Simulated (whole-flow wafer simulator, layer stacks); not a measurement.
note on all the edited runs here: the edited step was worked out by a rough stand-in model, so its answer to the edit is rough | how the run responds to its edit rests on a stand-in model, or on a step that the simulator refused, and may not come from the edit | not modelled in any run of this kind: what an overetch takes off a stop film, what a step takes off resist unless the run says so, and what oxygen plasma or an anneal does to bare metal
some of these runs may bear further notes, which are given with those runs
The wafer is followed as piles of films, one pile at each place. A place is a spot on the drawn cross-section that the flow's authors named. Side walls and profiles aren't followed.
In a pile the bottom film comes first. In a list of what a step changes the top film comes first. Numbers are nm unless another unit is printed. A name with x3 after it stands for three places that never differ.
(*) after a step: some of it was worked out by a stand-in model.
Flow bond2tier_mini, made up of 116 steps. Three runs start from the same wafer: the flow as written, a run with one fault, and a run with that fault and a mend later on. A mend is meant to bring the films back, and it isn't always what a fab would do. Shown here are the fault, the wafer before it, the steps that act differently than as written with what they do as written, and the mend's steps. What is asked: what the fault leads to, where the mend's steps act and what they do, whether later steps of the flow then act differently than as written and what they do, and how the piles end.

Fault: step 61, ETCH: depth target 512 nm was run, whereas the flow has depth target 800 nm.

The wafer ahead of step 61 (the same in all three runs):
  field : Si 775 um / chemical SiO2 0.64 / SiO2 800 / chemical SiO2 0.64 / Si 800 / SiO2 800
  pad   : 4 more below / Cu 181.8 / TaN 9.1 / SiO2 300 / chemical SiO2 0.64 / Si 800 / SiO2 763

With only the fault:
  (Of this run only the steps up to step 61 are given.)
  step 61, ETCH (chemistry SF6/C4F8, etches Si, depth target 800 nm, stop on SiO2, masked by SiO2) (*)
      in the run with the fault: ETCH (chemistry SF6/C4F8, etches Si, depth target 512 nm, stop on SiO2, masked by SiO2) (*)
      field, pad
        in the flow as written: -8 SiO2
        in the run with the fault: -5.12 SiO2
  Once step 61 is done, the piles differ only a little from the flow's at the places that both follow, at most by 2% or 0.5 nm, whichever is larger.

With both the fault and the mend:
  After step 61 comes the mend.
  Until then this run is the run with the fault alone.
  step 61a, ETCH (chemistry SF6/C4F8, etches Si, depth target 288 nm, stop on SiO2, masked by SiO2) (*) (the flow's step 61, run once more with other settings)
      field, pad
        -2.88 SiO2
  Later steps of the flow that are run all act as written at every place that is followed.
  At every place that both follow, the piles at the end match the flow's.
